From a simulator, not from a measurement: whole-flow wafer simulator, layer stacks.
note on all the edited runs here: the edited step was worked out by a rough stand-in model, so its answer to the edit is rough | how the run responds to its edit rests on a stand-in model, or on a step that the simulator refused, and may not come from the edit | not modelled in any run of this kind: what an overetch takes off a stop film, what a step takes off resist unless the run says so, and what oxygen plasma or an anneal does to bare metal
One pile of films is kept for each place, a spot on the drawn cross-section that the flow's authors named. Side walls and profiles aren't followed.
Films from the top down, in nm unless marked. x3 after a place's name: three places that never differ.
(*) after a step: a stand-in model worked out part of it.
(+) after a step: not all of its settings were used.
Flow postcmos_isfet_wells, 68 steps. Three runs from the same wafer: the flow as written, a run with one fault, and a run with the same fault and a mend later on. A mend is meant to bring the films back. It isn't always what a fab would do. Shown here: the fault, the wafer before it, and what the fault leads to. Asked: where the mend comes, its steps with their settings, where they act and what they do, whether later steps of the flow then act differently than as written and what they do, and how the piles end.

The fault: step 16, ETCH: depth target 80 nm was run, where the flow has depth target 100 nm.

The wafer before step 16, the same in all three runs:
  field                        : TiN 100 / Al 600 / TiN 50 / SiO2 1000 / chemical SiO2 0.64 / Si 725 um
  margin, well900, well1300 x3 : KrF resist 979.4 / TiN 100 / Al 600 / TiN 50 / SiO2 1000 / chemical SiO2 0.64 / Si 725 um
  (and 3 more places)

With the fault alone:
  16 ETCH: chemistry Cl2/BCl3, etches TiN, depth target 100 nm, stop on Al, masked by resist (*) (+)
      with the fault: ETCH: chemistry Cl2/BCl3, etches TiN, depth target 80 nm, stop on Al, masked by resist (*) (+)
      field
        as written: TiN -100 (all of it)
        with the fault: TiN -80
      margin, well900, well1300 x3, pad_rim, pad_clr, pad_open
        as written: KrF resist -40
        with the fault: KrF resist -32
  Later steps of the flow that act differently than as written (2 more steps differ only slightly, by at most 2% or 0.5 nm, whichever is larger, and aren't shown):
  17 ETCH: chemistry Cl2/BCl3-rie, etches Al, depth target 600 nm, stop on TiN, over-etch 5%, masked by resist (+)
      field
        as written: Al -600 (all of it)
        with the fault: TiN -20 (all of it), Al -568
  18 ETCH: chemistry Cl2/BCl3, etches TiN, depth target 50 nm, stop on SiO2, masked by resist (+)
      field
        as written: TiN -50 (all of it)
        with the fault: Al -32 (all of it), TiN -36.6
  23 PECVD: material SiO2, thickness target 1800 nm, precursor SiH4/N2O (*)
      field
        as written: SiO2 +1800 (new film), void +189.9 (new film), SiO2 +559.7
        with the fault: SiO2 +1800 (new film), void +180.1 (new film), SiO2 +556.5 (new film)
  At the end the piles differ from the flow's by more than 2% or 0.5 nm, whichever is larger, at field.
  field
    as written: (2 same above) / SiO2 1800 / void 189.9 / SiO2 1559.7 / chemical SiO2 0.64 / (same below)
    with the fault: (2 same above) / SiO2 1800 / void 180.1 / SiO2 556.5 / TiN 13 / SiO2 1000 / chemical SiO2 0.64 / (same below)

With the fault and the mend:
  The mend comes after step 16.
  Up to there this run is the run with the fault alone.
  16a ETCH: chemistry Cl2/BCl3, etches TiN, depth target 20 nm, stop on Al, masked by resist (the flow's step 16 once more, with other settings)
      margin, well900, well1300 x3, pad_rim, pad_clr, pad_open
        KrF resist -8
      field
        TiN -20 (all of it)
  No later step of the flow acts differently than as written at any place that is followed.
  At the end the piles are the same as the flow's at every place that both follow.
